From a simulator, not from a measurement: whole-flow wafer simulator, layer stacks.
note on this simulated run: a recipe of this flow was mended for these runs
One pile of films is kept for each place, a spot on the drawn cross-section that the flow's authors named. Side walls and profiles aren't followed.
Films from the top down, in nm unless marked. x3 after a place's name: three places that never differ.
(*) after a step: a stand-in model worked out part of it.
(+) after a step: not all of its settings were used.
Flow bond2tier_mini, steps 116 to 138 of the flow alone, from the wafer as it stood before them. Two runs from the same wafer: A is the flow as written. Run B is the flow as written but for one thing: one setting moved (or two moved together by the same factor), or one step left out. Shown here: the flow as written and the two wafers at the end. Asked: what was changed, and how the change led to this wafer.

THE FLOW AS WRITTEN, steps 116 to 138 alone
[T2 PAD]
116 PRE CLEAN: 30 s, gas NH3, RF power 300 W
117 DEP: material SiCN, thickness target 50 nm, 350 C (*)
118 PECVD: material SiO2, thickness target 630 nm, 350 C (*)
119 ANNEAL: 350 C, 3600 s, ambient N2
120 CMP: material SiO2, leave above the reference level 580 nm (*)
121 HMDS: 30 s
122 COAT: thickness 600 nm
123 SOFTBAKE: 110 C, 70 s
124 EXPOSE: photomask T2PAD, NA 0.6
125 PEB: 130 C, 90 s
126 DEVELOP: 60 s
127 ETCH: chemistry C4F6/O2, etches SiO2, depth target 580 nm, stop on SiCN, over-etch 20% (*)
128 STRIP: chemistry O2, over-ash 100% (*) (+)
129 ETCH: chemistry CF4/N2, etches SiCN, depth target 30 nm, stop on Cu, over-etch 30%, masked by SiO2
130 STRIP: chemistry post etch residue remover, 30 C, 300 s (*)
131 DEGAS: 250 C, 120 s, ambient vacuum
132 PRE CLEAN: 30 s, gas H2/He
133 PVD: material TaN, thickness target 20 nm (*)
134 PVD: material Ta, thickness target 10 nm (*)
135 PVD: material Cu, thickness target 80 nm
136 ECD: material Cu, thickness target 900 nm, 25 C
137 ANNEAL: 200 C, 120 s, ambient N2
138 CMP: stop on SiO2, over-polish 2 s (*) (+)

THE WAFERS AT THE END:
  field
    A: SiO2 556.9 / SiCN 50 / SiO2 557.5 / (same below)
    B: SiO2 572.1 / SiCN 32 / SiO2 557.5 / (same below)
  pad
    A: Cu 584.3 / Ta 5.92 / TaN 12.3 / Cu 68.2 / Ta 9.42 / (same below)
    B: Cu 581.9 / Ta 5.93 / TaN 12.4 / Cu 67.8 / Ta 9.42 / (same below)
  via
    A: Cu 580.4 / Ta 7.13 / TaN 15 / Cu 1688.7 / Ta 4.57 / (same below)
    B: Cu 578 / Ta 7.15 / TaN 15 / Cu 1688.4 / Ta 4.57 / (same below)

The cause: step 117, DEP: thickness target 32 nm was run, where the flow has thickness target 50 nm.
It can be read off the wafer: field has SiCN 32, and step 117 as written asks for 50 nm.

How the change led to this, step by step:
  117 DEP: material SiCN, thickness target 50 nm, 350 C (*)
      field, pad, via: A SiCN +50 (new film) | B SiCN +32 (new film)
  129 ETCH: chemistry CF4/N2, etches SiCN, depth target 30 nm, stop on Cu, over-etch 30%, masked by SiO2
      pad, via: A SiCN -30.4 (all of it), Cu -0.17 | B SiCN -12.4 (all of it), Cu -0.53
      field: A SiO2 -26 | B SiO2 -10.8
